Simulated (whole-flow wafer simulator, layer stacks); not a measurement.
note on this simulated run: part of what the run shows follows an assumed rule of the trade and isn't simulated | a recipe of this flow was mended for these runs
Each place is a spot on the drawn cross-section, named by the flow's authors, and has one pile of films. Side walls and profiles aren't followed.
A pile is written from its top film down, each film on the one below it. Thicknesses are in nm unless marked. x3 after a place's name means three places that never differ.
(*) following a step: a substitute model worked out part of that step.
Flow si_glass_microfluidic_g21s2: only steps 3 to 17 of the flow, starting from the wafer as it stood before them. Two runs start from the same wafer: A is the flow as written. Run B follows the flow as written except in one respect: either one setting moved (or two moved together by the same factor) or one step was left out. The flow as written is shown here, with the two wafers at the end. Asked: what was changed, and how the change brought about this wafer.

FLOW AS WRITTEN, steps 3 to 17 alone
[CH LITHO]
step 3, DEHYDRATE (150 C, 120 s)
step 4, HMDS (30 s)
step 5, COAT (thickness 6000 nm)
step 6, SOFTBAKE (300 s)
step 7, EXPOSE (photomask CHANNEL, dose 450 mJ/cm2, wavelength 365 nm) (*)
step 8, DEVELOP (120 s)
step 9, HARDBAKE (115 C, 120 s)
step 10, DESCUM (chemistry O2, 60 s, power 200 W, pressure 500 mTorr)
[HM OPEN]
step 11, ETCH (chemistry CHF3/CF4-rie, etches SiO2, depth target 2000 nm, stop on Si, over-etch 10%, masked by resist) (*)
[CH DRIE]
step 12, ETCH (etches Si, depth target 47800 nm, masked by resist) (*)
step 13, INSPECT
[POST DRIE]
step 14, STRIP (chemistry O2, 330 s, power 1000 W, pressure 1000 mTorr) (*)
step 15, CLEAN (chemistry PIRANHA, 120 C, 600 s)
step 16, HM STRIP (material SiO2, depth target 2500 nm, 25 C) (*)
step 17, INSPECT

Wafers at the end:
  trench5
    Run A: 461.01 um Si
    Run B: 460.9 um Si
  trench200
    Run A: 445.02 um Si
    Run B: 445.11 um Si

What caused this: step 5, COAT: thickness 5550 nm was run, whereas the flow has thickness 6000 nm.

The path from the change to this, step by step:
  step 5, COAT (thickness 6000 nm)
      land, trench20, trench5, trench200: A +6000 thick-i-line-resist (new film) | B +5550 thick-i-line-resist (new film)
  step 8, DEVELOP (120 s)
      trench20, trench5, trench200: A -6000 thick-i-line-resist (all of it) | B -5550 thick-i-line-resist (all of it)
  step 9, HARDBAKE (115 C, 120 s)
      land: A -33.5 thick-i-line-resist | B -30 thick-i-line-resist
  step 12, ETCH (etches Si, depth target 47800 nm, masked by resist) (*)
      trench5: A -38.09 um Si | B -38.2 um Si
      trench200: A -54.08 um Si | B -53.99 um Si
  step 14, STRIP (chemistry O2, 330 s, power 1000 W, pressure 1000 mTorr) (*)
      land: A -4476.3 thick-i-line-resist (all of it) | B -4031 thick-i-line-resist (all of it)
